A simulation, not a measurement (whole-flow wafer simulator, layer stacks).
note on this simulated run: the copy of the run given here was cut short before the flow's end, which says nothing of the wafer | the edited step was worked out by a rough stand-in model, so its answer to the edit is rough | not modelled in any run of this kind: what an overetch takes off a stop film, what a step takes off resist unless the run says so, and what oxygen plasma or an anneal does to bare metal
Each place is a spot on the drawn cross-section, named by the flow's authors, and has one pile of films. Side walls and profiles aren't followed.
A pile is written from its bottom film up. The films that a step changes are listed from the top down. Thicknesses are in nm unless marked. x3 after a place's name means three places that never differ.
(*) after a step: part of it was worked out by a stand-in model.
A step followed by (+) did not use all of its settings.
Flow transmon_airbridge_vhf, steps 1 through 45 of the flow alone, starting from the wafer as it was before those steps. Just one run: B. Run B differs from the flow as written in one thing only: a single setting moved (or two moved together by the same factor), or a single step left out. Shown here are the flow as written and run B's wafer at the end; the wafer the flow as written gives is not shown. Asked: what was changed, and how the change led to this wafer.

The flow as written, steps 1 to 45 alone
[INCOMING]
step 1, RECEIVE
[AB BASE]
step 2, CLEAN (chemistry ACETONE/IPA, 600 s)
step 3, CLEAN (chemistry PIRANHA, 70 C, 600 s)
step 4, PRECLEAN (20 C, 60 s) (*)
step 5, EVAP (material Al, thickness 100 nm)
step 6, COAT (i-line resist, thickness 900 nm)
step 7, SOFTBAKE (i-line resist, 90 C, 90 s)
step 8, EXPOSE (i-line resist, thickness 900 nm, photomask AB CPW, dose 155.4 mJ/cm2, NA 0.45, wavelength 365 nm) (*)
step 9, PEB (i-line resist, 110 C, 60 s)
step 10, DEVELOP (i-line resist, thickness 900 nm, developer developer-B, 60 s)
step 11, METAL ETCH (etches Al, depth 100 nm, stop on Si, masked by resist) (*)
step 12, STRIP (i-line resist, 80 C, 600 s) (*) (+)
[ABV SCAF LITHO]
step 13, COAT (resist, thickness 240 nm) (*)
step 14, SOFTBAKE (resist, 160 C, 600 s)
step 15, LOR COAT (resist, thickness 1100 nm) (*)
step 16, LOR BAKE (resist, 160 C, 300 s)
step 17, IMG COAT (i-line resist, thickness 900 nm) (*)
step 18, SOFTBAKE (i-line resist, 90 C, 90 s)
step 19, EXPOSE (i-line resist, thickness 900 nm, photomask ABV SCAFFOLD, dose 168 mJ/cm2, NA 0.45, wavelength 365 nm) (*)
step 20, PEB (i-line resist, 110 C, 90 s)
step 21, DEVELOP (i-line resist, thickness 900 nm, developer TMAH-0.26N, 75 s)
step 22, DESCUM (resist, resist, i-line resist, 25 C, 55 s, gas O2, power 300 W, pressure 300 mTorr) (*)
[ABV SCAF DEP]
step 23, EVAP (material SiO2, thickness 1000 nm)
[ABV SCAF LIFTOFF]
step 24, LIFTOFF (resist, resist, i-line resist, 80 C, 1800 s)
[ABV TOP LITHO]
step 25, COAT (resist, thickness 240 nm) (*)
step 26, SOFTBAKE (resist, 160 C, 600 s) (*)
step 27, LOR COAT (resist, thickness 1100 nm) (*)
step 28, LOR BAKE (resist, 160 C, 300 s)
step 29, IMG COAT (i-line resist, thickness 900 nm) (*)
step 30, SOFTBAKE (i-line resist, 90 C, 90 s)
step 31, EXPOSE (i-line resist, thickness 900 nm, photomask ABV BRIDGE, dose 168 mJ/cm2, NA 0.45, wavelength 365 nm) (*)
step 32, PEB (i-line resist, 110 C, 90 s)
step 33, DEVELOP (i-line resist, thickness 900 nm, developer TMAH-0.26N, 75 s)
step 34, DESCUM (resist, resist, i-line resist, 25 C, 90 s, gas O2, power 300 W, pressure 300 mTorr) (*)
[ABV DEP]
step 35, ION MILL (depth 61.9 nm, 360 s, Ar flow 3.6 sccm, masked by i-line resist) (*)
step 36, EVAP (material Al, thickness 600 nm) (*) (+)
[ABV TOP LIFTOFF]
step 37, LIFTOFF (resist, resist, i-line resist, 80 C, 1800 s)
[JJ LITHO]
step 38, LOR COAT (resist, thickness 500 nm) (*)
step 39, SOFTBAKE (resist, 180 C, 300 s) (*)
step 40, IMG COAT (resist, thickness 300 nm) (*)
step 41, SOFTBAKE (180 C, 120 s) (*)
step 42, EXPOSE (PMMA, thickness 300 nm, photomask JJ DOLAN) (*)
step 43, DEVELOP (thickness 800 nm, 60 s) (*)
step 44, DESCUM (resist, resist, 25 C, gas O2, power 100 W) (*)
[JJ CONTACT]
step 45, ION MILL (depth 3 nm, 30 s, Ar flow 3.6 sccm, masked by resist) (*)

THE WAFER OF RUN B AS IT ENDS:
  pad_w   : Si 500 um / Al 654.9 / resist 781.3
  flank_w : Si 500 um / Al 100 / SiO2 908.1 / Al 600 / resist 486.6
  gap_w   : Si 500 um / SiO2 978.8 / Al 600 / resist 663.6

The reason: step 35, ION MILL: depth 36.5 nm was run, whereas the flow has depth 61.9 nm; step 35, ION MILL: 212 s was run, where the flow has 360 s.

The path from the change to this, step by step:
  step 35, ION MILL (depth 61.9 nm, 360 s, Ar flow 3.6 sccm, masked by i-line resist) (*)
      field x3, jj_line, ground_far, trace_open_s x2, margin_s, margin_n: i-line resist loses 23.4 (it would be, as written: i-line resist loses 39.7)
      flank_w, gap_w, cpw_trace, gap_e, flank_e, bridge_strip: SiO2 loses 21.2 (it would be, as written: SiO2 loses 36)
      (and at 2 other places as well)
  step 37, LIFTOFF (resist, resist, i-line resist, 80 C, 1800 s)
      field x3, jj_line, trace_open_s x2: Al loses 600 (all of it), i-line resist loses 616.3 (all of it), resist loses 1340 (all of it) (it would be, as written: Al loses 600 (all of it), i-line resist loses 600 (all of it), resist loses 1340 (all of it))
      margin_s, margin_n: Al loses 600 (all of it), i-line resist loses 334.6 (all of it), resist loses 992 (all of it) (it would be, as written: Al loses 600 (all of it), i-line resist loses 318.3 (all of it), resist loses 992 (all of it))
      (and at 1 other place as well)
